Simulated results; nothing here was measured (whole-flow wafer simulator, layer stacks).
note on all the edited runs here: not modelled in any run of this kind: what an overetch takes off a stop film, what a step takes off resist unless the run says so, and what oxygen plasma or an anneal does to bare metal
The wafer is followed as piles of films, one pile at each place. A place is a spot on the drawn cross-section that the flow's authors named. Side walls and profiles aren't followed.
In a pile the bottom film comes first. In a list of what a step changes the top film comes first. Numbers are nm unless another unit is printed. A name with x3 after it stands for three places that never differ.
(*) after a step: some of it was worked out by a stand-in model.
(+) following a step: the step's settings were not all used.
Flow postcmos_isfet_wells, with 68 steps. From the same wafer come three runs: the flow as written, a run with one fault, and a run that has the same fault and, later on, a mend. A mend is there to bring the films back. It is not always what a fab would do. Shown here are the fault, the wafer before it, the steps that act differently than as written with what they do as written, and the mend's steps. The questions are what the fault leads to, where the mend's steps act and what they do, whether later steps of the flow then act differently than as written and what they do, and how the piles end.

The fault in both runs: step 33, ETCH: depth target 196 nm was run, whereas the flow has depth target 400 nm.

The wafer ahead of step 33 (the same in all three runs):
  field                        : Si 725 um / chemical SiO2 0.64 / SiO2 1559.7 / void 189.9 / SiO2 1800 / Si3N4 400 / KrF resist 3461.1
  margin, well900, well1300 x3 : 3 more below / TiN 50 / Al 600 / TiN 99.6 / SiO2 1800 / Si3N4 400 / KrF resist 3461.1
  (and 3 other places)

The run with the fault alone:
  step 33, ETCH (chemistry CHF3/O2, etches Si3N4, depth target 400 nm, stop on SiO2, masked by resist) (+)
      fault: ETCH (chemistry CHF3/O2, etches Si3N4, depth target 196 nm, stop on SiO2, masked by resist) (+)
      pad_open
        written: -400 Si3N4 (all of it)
        fault: -196 Si3N4
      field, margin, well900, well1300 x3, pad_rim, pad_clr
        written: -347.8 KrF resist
        fault: -170.4 KrF resist
  Steps further on in the flow that do not act as written (3 other steps are not shown; they differ only slightly, by no more than 2% or 0.5 nm, whichever is larger):
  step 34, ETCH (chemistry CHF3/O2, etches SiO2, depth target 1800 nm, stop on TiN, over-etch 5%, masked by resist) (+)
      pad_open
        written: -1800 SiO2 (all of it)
        fault: -204 Si3N4 (all of it), -1585.8 SiO2
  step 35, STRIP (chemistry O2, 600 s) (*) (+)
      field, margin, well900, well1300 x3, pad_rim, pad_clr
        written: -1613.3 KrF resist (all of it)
        fault: -1790.7 KrF resist (all of it)
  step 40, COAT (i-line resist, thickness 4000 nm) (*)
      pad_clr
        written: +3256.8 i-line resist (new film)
        fault: +3323.8 i-line resist (new film)
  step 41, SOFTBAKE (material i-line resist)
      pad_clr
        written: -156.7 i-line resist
        fault: -135.5 i-line resist
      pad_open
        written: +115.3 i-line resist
        fault: +105.8 i-line resist
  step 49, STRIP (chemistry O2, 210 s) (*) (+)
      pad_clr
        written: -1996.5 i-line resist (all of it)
        fault: -2084.7 i-line resist (all of it)
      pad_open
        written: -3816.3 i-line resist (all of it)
        fault: -3729.9 i-line resist (all of it)
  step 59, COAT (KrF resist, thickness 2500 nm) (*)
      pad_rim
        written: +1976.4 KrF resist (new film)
        fault: +2025.1 KrF resist (new film)
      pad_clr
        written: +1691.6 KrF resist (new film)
        fault: +1763.6 KrF resist (new film)
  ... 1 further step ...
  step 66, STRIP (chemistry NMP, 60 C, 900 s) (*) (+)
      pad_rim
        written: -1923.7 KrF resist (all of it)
        fault: -1972 KrF resist (all of it)
  At pad_open, the piles at the end differ from the flow's by more than 2% or 0.5 nm, whichever is larger.
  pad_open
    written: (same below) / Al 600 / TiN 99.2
    fault: (same below) / Al 600 / TiN 99.6 / SiO2 214.2

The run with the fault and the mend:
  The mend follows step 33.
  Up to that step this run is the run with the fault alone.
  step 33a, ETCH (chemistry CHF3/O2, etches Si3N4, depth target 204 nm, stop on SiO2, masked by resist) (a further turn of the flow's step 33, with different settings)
      field, margin, well900, well1300 x3, pad_rim, pad_clr
        -177.4 KrF resist
      pad_open
        -204 Si3N4 (all of it)
  None of the later steps of the flow acts differently than as written at any place that is followed.
  At every place that both follow, the piles at the end match the flow's.
